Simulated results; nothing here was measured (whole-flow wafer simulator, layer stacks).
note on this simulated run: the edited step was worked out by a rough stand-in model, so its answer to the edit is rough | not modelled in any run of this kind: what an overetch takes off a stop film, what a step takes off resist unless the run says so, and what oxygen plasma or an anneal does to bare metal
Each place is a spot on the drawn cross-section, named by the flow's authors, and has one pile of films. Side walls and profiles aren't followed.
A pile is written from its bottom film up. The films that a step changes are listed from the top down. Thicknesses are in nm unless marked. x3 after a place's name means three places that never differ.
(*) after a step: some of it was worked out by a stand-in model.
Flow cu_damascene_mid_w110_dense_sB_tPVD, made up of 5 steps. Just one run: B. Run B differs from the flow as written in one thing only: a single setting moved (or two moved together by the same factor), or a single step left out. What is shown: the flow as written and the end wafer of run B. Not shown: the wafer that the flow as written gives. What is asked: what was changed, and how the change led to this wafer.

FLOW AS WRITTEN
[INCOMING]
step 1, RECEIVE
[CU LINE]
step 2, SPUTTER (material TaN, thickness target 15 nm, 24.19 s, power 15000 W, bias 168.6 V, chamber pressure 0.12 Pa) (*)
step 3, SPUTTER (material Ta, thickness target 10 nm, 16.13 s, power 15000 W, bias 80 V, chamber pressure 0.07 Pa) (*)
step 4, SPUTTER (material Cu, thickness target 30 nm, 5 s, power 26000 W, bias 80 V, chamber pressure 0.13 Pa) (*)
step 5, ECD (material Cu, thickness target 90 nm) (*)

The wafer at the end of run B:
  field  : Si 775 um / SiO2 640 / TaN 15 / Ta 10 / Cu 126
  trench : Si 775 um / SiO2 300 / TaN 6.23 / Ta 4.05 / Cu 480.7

Cause: step 4, SPUTTER: thickness target 36 nm was run, though the flow has thickness target 30 nm; step 4, SPUTTER: 6 s was run, where the flow has 5 s.

Step by step, how the change led to this:
  step 4, SPUTTER (material Cu, thickness target 30 nm, 5 s, power 26000 W, bias 80 V, chamber pressure 0.13 Pa) (*)
      field: +36 Cu (new film) (it would be, as written: +30 Cu (new film))
      trench: +15 Cu (new film) (it would be, as written: +12.5 Cu (new film))
